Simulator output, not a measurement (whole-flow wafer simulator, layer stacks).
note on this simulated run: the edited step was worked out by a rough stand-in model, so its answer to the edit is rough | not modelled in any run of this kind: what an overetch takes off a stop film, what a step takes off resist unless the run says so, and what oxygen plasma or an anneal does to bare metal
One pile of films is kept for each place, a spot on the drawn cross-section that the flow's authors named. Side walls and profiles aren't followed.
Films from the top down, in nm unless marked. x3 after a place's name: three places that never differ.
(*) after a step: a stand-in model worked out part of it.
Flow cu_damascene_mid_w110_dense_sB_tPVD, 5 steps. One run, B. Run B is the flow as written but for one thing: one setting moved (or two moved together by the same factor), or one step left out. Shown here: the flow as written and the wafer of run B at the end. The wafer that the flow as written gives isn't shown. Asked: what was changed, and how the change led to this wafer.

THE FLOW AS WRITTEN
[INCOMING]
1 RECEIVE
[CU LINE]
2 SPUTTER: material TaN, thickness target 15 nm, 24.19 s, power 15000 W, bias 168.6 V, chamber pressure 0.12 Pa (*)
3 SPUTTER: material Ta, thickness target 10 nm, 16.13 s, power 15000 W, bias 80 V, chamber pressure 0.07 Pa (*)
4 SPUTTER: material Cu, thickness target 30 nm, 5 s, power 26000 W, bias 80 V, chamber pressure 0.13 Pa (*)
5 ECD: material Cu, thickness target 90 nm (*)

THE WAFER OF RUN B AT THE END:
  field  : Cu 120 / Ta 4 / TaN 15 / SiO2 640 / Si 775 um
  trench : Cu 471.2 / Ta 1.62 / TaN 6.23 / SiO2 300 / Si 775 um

The cause: step 3, SPUTTER: thickness target 4 nm was run, where the flow has thickness target 10 nm; step 3, SPUTTER: 6.45 s was run, where the flow has 16.13 s.
It can be read off the wafer: field has Ta 4, and step 3 as written asks for 10 nm.

How the change led to this, step by step:
  3 SPUTTER: material Ta, thickness target 10 nm, 16.13 s, power 15000 W, bias 80 V, chamber pressure 0.07 Pa (*)
      field: Ta +4 (new film) (as written it would be: Ta +10 (new film))
      trench: Ta +1.62 (new film) (as written it would be: Ta +4.05 (new film))
